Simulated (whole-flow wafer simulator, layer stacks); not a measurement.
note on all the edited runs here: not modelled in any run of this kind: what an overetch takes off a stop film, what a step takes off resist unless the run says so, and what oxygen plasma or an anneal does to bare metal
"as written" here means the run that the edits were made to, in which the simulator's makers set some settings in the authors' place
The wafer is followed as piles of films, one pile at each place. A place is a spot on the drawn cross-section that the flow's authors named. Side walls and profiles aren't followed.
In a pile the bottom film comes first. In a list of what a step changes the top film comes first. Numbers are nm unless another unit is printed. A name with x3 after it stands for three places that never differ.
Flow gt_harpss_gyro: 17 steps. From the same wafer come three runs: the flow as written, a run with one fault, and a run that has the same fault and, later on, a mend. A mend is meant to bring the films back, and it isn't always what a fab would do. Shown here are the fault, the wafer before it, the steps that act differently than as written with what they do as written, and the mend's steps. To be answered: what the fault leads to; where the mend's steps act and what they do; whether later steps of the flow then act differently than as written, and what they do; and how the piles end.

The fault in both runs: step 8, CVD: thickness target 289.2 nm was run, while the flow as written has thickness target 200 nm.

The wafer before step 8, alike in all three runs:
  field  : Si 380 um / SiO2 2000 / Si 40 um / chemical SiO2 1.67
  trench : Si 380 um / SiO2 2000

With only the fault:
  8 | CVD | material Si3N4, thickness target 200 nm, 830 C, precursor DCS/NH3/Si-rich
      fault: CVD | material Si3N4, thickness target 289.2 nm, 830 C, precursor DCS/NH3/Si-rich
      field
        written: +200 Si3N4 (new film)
        fault: +289.2 Si3N4 (new film)
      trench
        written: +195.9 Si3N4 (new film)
        fault: +282.8 Si3N4 (new film)
  None of the later steps of the flow acts differently than as written at any place that is followed.
  At field, trench, the piles at the end differ from the flow's by more than 2% or 0.5 nm, whichever is larger.
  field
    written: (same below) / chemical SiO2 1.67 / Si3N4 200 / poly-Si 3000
    fault: (same below) / chemical SiO2 1.67 / Si3N4 289.2 / poly-Si 3000
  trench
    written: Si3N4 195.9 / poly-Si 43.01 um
    fault: Si3N4 282.8 / poly-Si 43.01 um

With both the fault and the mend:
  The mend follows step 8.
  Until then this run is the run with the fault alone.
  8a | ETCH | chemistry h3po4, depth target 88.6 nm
      field, trench
        -88.6 Si3N4
  None of the later steps of the flow acts differently than as written at any place that is followed.
  At the end the piles are close to the flow's at the places that both follow, differing by at most 2% or 0.5 nm, whichever is larger.
